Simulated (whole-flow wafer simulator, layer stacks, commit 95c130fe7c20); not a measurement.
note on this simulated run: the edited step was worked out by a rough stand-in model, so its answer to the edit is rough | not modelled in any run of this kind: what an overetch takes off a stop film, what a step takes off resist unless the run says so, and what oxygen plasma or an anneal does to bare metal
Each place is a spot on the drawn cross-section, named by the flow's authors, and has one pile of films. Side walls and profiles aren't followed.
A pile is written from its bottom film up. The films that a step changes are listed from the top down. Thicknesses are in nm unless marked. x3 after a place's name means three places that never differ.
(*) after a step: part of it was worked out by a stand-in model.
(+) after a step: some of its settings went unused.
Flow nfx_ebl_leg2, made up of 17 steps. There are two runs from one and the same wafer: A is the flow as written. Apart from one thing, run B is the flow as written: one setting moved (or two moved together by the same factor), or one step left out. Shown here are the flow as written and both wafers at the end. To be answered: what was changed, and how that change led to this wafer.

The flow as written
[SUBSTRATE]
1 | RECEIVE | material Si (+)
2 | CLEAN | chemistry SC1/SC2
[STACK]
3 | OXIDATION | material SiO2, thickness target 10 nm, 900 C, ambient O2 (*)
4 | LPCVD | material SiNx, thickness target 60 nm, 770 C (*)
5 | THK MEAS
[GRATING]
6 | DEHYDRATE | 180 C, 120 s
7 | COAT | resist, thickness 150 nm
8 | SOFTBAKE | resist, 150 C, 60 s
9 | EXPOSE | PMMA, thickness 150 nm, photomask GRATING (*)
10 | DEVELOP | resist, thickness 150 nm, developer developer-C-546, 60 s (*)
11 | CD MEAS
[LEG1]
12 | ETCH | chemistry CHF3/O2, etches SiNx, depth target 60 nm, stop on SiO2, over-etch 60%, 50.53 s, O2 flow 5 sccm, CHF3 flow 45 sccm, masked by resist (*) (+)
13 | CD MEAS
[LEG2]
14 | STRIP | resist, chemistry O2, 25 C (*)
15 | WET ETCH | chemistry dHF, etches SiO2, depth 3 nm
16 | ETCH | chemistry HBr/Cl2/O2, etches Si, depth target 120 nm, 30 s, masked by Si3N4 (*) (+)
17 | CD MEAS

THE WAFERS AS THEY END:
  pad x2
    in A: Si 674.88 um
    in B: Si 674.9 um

What caused this: step 12, ETCH: depth target 45 nm was run, while the flow as written has depth target 60 nm; step 12, ETCH: 37.89 s was run, where the flow has 50.53 s.

The path from the change to this, step by step:
  12 | ETCH | chemistry CHF3/O2, etches SiNx, depth target 60 nm, stop on SiO2, over-etch 60%, 50.53 s, O2 flow 5 sccm, CHF3 flow 45 sccm, masked by resist (*) (+)
      pad x2: A SiNx loses 60 (all of it), SiO2 loses 10 (all of it) | B SiNx loses 60 (all of it), SiO2 loses 6
      field x2: A resist loses 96 | B resist loses 72
  14 | STRIP | resist, chemistry O2, 25 C (*)
      pad x2: A chemical SiO2 gains 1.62 (new film), Si loses 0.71 | B nothing
      field x2: A resist loses 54 (all of it) | B resist loses 78 (all of it)
  15 | WET ETCH | chemistry dHF, etches SiO2, depth 3 nm
      pad x2: A chemical SiO2 loses 1.62 (all of it) | B SiO2 loses 3
  16 | ETCH | chemistry HBr/Cl2/O2, etches Si, depth target 120 nm, 30 s, masked by Si3N4 (*) (+)
      pad x2: A Si loses 120 | B SiO2 loses 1 (all of it), Si loses 100
